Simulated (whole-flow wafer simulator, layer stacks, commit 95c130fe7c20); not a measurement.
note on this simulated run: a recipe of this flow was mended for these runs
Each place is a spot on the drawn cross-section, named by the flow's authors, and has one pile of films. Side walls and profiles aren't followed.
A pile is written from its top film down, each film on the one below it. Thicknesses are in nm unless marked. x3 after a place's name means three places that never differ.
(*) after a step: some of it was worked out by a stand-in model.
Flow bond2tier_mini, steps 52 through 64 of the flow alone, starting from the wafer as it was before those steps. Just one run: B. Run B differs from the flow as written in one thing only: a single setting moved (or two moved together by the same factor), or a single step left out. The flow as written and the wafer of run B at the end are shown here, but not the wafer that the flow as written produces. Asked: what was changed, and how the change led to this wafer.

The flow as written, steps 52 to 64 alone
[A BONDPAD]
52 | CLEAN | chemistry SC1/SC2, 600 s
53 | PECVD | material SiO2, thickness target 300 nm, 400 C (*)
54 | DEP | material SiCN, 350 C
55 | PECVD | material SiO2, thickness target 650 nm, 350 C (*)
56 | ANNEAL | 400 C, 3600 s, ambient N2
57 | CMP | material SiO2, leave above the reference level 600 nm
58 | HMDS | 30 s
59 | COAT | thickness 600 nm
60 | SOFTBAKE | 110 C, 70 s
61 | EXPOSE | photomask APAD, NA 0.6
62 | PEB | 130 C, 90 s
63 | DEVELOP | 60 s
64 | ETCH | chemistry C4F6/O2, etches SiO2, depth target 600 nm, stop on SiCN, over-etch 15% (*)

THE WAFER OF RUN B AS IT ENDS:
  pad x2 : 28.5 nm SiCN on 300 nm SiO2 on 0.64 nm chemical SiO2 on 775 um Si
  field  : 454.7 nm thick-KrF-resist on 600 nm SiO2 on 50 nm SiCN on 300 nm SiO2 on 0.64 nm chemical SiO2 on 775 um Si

The reason: step 64, ETCH: over-etch 21.2% was run, though the flow has over-etch 15%.

How this came from the change, step by step:
  64 | ETCH | chemistry C4F6/O2, etches SiO2, depth target 600 nm, stop on SiCN, over-etch 15% (*)
      pad x2: -600 SiO2 (all of it), -21.5 SiCN (it would be, as written: -600 SiO2 (all of it), -15.2 SiCN)
      field: -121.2 thick-KrF-resist (it would be, as written: -115 thick-KrF-resist)
